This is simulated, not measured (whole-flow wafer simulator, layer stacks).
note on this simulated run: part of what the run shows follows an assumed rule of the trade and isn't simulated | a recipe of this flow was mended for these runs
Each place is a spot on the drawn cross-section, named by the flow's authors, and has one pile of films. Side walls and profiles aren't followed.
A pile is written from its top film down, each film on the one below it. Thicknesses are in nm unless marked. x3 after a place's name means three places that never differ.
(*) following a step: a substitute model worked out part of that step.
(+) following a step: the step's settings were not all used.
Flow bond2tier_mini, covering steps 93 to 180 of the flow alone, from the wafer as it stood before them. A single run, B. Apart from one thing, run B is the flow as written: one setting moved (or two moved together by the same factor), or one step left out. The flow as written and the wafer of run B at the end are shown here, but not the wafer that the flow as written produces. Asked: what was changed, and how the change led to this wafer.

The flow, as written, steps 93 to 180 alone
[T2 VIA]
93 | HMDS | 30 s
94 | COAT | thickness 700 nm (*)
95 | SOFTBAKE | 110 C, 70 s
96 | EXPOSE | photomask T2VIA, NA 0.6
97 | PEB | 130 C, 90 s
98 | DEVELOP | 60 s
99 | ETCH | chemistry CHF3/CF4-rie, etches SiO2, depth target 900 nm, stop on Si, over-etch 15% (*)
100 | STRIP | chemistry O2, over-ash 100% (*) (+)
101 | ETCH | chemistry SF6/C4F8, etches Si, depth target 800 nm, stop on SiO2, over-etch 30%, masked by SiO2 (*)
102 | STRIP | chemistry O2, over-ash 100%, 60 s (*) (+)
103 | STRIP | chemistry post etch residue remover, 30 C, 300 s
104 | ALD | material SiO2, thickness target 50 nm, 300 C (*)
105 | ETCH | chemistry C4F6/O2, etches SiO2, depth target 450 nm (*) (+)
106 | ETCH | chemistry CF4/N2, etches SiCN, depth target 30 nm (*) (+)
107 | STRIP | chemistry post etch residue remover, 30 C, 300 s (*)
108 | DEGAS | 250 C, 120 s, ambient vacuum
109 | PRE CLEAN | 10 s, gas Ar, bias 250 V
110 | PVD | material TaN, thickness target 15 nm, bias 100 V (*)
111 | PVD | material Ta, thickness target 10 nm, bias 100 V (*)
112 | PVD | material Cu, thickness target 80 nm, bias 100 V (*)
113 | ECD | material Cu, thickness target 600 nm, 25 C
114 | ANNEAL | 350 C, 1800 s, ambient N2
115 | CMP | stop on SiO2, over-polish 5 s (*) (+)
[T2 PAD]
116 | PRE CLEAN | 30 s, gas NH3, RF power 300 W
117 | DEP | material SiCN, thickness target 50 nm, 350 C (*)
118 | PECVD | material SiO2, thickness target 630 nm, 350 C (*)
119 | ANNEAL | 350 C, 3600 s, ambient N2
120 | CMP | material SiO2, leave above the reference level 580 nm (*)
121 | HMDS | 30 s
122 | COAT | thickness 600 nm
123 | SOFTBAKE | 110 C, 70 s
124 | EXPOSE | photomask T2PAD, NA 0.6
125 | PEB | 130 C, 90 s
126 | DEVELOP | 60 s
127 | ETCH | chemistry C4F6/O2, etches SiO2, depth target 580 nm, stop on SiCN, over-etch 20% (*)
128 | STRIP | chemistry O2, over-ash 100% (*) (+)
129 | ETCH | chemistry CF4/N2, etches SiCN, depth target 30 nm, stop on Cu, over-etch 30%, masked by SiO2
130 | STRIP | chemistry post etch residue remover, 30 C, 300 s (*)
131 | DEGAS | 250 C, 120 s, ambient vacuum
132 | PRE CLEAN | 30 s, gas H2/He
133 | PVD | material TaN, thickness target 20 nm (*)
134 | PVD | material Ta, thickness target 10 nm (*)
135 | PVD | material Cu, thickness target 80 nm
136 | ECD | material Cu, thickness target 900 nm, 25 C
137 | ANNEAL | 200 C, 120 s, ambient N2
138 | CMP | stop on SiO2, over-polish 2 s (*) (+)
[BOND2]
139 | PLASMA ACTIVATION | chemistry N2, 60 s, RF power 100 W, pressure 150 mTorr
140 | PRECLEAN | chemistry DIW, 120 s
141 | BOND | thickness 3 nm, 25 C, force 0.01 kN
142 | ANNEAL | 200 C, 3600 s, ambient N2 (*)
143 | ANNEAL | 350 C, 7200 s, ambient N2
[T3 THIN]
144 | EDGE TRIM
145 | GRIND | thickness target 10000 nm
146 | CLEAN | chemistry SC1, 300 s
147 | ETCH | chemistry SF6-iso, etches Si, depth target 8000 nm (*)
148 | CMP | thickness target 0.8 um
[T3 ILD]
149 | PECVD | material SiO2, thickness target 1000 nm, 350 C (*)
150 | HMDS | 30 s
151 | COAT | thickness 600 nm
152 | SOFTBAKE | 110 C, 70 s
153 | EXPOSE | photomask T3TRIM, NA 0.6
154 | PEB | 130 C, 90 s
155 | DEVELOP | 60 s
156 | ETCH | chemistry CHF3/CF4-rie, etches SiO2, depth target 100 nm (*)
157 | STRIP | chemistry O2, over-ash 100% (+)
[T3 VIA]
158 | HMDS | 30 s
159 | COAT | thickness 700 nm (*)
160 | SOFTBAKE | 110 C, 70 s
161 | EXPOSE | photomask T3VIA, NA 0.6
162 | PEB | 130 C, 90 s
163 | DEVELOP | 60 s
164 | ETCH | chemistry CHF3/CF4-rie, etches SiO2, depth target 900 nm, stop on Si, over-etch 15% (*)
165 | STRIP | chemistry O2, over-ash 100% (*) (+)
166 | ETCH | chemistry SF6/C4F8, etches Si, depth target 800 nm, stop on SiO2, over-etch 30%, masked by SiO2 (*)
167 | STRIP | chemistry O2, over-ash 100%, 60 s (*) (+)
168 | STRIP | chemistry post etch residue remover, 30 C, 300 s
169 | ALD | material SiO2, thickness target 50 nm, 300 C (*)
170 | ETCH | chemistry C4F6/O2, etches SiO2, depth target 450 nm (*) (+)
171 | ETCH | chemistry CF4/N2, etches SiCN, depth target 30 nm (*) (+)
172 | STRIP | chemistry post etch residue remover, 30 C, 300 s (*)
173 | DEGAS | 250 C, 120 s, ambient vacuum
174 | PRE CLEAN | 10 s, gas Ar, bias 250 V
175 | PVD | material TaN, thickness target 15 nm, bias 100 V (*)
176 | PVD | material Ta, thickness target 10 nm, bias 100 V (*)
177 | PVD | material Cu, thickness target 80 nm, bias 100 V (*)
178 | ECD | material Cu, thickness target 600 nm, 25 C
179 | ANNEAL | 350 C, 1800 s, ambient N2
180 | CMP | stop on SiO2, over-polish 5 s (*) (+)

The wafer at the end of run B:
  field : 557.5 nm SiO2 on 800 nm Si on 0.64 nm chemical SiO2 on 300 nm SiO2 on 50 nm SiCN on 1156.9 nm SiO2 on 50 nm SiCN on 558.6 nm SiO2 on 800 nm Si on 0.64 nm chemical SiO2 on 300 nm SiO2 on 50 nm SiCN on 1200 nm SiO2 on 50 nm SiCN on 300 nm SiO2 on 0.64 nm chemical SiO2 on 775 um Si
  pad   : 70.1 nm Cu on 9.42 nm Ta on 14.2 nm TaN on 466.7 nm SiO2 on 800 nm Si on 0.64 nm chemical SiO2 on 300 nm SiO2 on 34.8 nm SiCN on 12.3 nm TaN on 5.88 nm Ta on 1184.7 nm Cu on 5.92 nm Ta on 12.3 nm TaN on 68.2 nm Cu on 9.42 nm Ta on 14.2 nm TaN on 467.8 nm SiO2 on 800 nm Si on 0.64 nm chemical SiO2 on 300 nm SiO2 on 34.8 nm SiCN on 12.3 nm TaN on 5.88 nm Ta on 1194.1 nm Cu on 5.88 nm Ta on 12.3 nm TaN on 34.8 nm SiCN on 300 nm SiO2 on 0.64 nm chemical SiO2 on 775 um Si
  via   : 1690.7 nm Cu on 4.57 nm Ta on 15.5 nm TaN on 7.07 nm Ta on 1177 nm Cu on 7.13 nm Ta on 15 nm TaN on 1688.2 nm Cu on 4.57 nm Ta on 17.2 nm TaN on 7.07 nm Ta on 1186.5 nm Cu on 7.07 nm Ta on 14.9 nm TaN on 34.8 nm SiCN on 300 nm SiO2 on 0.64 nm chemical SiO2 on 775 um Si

The reason: step 109, PRE CLEAN: bias 138 V was run, though the flow has bias 250 V.

How this came from the change, step by step:
  109 | PRE CLEAN | 10 s, gas Ar, bias 250 V
      field, pad: -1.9 SiO2 (it would be, as written: -3 SiO2)
      via: -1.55 TaN (it would be, as written: -3.19 TaN)
